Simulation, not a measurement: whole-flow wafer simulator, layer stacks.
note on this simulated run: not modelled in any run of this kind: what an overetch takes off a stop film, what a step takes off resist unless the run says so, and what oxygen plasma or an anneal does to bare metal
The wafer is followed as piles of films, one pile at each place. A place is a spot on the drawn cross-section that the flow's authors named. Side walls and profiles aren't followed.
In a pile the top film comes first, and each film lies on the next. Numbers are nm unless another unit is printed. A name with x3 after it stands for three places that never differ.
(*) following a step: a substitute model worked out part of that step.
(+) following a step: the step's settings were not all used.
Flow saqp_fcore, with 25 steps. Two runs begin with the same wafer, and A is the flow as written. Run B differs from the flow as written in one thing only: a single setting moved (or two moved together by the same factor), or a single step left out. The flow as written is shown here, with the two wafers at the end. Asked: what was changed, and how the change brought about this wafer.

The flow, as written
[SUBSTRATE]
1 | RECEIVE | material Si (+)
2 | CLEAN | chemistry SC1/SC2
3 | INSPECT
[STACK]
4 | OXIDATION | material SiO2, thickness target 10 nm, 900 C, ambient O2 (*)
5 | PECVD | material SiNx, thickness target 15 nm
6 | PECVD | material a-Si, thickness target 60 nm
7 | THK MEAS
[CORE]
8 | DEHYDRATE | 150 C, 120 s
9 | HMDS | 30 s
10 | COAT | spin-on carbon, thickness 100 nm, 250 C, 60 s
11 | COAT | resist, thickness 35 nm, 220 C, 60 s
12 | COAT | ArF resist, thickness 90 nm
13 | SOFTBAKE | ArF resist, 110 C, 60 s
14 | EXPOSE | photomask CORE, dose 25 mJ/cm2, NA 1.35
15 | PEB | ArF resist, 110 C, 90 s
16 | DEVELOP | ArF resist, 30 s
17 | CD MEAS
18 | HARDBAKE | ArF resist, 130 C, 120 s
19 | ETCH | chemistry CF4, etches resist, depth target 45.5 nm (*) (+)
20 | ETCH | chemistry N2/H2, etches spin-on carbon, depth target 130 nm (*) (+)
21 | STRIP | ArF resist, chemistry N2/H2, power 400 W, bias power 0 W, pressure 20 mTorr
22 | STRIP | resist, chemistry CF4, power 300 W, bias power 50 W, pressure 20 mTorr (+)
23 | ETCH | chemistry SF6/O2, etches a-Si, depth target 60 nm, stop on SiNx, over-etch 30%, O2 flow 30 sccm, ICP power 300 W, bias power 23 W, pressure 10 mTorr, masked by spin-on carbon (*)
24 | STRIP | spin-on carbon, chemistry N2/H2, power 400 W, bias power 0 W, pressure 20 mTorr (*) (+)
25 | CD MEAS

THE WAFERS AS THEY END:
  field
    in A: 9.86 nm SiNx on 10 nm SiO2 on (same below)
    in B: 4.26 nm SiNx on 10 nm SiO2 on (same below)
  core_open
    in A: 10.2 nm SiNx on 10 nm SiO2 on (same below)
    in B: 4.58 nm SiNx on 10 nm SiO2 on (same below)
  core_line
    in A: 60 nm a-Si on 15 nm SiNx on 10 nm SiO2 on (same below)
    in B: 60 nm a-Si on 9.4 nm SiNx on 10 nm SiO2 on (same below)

The reason: step 5, PECVD: thickness target 9.4 nm was run, whereas the flow has thickness target 15 nm.
The wafer itself shows it: core_line has SiNx 9.4, and step 5 as written asks for 15 nm.

How this came from the change, step by step:
  5 | PECVD | material SiNx, thickness target 15 nm
      field, core_open, core_line: A SiNx gains 15 (new film) | B SiNx gains 9.4 (new film)
